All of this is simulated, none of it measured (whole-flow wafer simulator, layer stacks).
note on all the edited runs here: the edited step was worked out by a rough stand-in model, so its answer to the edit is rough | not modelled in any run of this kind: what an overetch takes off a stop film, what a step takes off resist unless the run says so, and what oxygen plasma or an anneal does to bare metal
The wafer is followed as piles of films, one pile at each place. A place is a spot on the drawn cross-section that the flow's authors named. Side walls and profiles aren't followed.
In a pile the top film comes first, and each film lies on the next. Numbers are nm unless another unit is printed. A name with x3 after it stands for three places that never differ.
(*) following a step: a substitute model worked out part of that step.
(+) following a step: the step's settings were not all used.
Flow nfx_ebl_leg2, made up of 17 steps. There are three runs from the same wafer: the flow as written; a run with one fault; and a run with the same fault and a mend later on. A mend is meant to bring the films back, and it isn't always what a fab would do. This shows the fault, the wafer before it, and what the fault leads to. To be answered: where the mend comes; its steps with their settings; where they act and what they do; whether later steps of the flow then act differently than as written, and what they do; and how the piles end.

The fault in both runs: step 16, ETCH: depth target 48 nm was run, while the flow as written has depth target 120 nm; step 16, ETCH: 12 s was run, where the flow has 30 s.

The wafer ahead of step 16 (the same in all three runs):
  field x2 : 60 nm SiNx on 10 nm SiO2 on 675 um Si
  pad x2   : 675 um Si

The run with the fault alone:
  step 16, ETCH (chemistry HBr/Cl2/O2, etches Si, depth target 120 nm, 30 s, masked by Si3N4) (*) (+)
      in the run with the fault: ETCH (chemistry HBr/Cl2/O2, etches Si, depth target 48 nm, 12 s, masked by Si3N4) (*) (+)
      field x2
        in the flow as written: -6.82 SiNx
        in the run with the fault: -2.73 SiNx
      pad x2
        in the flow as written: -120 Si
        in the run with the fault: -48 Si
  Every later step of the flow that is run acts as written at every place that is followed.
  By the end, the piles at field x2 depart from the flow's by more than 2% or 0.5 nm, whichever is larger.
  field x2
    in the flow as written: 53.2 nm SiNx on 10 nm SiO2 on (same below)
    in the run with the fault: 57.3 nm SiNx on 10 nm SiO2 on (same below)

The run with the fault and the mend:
  After step 17 comes the mend.
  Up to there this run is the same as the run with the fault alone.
  step 17a, ETCH (chemistry HBr/Cl2/O2, etches Si, depth target 72 nm, 18 s, masked by Si3N4) (*) (+) (the flow's step 16 again, with other settings)
      field x2
        -4.09 SiNx
      pad x2
        -72 Si
  Every later step of the flow that is run acts as written at every place that is followed.
  At every place that both follow, the piles at the end match the flow's.
